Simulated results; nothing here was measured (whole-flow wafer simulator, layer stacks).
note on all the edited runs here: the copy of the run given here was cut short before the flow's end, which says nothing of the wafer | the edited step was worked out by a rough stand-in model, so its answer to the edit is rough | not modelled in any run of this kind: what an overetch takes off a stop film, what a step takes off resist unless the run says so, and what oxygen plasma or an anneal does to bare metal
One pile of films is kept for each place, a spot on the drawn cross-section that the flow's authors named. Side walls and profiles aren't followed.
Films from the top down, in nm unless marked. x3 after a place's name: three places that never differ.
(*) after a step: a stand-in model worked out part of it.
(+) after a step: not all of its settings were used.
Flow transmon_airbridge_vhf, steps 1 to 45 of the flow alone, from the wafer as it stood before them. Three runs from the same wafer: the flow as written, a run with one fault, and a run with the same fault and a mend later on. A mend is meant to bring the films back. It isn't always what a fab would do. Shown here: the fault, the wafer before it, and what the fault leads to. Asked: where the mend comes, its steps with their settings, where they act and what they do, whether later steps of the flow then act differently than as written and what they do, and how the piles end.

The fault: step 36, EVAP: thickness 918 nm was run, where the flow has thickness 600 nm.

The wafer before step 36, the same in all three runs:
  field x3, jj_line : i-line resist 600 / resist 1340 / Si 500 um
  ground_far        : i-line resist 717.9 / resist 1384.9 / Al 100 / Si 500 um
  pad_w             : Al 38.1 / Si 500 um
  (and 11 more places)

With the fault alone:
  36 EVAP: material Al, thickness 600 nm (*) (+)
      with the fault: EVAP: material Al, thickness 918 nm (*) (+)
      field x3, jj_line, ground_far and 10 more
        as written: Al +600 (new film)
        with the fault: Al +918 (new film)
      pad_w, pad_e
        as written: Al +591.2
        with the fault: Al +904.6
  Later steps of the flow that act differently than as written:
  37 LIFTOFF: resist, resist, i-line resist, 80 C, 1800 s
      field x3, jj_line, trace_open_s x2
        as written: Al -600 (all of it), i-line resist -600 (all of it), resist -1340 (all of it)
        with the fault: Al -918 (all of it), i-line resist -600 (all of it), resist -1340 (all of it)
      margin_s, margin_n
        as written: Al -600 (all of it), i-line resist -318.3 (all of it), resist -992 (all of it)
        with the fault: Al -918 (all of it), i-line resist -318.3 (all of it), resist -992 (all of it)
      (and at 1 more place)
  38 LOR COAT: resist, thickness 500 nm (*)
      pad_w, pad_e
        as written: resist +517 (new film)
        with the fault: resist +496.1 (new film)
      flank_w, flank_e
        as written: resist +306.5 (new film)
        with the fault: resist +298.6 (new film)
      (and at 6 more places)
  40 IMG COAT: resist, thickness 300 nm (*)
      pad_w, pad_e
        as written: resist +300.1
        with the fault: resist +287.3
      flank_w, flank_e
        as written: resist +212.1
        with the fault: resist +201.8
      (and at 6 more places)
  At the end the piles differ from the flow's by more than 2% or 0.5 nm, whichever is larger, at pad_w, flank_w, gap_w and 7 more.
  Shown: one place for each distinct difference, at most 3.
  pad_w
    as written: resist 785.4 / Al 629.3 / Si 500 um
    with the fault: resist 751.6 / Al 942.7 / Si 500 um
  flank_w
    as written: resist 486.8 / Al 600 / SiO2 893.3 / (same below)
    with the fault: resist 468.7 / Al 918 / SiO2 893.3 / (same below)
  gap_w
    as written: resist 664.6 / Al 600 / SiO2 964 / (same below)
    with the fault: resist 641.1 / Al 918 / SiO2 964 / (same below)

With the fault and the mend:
  The mend comes after step 36.
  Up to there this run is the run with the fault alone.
  36a METAL ETCH: etches Al, depth 318 nm (the flow's step 11 once more, with other settings)
      field x3, jj_line, ground_far and 12 more
        Al -318
  No later step of the flow acts differently than as written, at any place that is followed, by more than 2% or 0.5 nm, whichever is larger.
  At the end the piles differ from the flow's only slightly at the places that both follow, by at most 2% or 0.5 nm, whichever is larger.
